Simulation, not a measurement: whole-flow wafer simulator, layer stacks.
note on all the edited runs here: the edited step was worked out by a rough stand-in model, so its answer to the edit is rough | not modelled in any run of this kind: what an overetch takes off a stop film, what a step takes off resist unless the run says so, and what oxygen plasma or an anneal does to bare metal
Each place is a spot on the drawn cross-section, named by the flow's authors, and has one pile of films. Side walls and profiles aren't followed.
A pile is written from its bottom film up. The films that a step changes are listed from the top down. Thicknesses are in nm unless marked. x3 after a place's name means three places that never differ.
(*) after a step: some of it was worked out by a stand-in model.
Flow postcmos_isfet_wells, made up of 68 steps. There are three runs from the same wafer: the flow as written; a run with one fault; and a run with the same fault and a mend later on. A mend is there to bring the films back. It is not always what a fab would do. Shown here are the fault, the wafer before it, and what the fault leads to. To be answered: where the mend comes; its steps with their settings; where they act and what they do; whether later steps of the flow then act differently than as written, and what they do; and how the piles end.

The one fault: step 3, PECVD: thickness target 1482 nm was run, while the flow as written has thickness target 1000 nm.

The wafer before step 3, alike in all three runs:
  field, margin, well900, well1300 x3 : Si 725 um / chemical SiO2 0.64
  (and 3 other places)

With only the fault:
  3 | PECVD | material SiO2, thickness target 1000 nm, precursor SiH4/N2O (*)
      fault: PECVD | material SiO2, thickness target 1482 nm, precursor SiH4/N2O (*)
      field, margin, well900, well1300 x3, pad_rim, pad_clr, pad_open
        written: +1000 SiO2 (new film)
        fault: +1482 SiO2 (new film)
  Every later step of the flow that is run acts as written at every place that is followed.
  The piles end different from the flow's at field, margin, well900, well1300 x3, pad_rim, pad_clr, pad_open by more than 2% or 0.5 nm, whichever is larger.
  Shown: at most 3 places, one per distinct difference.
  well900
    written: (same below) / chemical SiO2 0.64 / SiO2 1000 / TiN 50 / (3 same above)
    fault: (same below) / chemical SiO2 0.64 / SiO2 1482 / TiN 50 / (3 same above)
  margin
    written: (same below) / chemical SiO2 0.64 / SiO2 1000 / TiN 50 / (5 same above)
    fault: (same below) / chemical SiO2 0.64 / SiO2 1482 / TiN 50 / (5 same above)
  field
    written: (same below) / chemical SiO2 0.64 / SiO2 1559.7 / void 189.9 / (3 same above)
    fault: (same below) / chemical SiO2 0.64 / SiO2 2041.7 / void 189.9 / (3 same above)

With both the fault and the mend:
  After step 3 comes the mend.
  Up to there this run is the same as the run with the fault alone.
  3a | ETCH | chemistry boe, depth target 482 nm
      field, margin, well900, well1300 x3, pad_rim, pad_clr, pad_open
        -482 SiO2
  Every later step of the flow that is run acts as written at every place that is followed.
  At every place that both follow, the piles at the end match the flow's.
